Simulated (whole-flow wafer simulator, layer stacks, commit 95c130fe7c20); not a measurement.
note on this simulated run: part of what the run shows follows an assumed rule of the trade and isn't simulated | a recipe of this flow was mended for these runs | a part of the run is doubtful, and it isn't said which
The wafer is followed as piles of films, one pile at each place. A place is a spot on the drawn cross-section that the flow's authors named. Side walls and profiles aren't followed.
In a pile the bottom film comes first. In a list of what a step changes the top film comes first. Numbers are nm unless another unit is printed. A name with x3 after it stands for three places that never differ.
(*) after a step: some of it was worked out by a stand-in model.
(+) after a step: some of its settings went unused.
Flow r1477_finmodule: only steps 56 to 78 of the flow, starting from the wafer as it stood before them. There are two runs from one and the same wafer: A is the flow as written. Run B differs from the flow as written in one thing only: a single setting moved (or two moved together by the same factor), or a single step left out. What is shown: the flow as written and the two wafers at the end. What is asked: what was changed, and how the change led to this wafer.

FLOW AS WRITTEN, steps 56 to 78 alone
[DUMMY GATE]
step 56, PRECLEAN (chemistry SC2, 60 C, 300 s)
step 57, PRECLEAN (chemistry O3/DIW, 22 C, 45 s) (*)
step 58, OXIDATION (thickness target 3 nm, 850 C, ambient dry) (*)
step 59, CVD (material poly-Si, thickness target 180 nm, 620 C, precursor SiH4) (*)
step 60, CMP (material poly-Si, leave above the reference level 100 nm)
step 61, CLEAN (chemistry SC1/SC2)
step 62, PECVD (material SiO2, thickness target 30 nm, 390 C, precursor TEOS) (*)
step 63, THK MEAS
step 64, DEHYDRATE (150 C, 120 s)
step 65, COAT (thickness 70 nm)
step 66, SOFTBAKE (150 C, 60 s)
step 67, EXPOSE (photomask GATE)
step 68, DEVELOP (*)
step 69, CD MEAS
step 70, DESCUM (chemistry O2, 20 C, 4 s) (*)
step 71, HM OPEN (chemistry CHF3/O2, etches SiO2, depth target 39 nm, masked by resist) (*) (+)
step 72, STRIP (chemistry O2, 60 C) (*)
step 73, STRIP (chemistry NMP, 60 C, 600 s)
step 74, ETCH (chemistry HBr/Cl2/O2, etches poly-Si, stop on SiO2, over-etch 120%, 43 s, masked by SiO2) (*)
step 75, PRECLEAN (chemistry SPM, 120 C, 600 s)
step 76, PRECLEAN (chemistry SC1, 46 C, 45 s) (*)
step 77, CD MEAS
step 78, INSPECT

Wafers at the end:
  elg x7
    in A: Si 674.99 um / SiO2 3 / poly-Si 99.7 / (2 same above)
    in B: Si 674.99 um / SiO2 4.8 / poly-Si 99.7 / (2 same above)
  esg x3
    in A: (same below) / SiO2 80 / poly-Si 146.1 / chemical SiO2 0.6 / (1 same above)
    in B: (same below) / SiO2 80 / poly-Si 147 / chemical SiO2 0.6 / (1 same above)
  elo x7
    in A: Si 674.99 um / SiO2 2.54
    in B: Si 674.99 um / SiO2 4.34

What caused this: step 58, OXIDATION: thickness target 4.8 nm was run, though the flow has thickness target 3 nm.
One can read it off the wafer: elg x7 has SiO2 4.8, and step 58 as written asks for 3 nm.

The path from the change to this, step by step:
  step 58, OXIDATION (thickness target 3 nm, 850 C, ambient dry) (*)
      elg x7, elo x7: A +3 SiO2 (new film), -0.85 chemical SiO2 (all of it), -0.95 Si | B +4.8 SiO2 (new film), -0.85 chemical SiO2 (all of it), -1.74 Si
  step 60, CMP (material poly-Si, leave above the reference level 100 nm)
      pad, padg: A -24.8 poly-Si | B -23.8 poly-Si
